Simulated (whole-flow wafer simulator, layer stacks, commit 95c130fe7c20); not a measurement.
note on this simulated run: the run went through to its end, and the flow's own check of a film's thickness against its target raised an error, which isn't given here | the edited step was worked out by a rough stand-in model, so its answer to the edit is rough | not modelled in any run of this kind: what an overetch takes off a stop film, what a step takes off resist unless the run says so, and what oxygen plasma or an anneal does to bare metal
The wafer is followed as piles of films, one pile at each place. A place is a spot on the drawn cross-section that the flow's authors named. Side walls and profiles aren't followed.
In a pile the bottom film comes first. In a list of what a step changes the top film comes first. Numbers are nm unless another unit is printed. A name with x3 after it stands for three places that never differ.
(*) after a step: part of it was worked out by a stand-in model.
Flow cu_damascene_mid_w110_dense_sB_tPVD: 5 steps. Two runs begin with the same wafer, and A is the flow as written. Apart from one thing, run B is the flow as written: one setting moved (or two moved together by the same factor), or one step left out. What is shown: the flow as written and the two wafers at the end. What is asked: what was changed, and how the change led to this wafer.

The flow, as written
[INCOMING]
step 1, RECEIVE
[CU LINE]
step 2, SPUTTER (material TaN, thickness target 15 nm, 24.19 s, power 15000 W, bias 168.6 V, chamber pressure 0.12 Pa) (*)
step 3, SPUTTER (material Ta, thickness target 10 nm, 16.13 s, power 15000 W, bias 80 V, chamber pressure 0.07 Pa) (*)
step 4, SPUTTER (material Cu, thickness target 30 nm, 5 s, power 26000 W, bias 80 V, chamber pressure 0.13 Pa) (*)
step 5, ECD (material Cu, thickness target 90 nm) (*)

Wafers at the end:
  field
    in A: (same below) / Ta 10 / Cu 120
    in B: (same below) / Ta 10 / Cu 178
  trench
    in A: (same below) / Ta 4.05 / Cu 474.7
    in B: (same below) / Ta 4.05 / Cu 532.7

Cause: step 5, ECD: thickness target 148 nm was run, though the flow has thickness target 90 nm.

Step by step, how the change led to this:
  step 5, ECD (material Cu, thickness target 90 nm) (*)
      field: A Cu gains 90 | B Cu gains 148
      trench: A Cu gains 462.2 | B Cu gains 520.2
